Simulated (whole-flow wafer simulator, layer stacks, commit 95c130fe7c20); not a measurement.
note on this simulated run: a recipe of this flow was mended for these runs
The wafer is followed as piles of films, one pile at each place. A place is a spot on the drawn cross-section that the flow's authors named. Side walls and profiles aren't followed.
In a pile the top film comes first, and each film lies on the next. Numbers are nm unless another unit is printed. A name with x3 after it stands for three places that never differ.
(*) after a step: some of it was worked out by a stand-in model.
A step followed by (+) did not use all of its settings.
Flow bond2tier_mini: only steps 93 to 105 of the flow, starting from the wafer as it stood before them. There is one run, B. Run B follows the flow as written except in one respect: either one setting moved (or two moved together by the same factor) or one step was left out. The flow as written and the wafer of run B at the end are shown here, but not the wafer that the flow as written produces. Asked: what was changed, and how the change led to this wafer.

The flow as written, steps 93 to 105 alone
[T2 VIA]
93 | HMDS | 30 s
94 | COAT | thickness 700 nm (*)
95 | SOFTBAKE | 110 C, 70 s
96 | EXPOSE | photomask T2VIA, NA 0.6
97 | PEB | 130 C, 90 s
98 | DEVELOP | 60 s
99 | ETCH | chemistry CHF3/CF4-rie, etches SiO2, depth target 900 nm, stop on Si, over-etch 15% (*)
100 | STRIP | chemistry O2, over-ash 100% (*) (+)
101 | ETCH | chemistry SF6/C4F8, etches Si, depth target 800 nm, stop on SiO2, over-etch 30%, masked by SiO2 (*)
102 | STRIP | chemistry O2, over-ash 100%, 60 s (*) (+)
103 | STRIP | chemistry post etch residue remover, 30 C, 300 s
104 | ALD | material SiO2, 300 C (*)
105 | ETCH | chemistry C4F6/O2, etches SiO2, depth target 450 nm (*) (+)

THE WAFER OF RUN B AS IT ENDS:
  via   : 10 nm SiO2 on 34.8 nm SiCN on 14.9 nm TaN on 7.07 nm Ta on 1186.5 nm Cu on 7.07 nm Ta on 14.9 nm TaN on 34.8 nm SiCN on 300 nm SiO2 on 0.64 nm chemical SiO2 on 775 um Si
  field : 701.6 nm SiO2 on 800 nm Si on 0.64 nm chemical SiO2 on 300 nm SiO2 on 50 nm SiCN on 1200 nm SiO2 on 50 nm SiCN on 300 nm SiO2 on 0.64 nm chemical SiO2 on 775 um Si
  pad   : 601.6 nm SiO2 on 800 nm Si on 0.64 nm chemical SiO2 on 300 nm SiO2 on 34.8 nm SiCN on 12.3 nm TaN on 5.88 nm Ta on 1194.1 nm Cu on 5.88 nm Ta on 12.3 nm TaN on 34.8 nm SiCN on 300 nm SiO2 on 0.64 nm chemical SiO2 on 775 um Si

The reason: step 105, ETCH: depth target 338.1 nm was run, whereas the flow has depth target 450 nm.

How this came from the change, step by step:
  105 | ETCH | chemistry C4F6/O2, etches SiO2, depth target 450 nm (*) (+)
      via: SiO2 loses 338.1 (as written it would have been: SiO2 loses 348.1 (all of it), SiCN loses 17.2)
      field, pad: SiO2 loses 338.1 (as written it would have been: SiO2 loses 450)
